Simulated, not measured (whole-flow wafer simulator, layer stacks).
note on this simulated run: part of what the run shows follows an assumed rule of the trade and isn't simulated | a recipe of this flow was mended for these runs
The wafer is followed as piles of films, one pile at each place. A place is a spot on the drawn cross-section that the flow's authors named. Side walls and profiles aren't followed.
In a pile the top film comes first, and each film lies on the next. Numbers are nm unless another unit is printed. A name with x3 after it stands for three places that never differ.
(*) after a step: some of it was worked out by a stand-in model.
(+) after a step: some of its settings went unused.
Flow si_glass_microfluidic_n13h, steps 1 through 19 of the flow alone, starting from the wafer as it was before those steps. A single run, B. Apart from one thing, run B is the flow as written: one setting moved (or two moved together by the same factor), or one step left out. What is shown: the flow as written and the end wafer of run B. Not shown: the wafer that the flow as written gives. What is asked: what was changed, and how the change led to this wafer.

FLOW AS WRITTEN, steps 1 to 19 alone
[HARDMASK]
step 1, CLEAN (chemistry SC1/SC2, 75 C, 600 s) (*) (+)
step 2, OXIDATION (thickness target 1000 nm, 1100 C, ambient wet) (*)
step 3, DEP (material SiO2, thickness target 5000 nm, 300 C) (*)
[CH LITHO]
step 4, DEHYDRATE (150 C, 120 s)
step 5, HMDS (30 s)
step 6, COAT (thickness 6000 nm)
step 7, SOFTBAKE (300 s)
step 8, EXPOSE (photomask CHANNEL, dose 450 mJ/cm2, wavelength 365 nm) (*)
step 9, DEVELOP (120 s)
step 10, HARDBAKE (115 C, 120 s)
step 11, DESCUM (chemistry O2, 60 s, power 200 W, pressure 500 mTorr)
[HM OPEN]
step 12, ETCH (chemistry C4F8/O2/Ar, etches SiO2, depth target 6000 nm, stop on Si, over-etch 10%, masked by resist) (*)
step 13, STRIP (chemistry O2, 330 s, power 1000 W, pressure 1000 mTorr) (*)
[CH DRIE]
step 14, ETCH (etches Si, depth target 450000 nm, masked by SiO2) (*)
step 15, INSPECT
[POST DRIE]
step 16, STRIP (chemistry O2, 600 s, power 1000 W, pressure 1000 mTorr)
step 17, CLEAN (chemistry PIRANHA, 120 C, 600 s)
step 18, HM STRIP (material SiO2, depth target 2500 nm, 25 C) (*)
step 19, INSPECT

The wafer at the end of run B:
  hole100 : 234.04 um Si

Cause: step 12, ETCH: depth target 4575 nm was run, whereas the flow has depth target 6000 nm.

Step by step, how the change led to this:
  step 12, ETCH (chemistry C4F8/O2/Ar, etches SiO2, depth target 6000 nm, stop on Si, over-etch 10%, masked by resist) (*)
      hole100: -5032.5 SiO2 (in the flow as written it would be: -6000 SiO2 (all of it), -75 Si)
      land: -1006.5 thick-i-line-resist (in the flow as written it would be: -1320 thick-i-line-resist)
  step 13, STRIP (chemistry O2, 330 s, power 1000 W, pressure 1000 mTorr) (*)
      hole100: nothing (in the flow as written it would be: +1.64 chemical SiO2 (new film), -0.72 Si)
      land: -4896 thick-i-line-resist (all of it) (in the flow as written it would be: -4582.5 thick-i-line-resist (all of it))
  step 14, ETCH (etches Si, depth target 450000 nm, masked by SiO2) (*)
      hole100: -967.5 SiO2 (all of it), -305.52 um Si (in the flow as written it would be: -1.64 chemical SiO2 (all of it), -450.64 um Si)
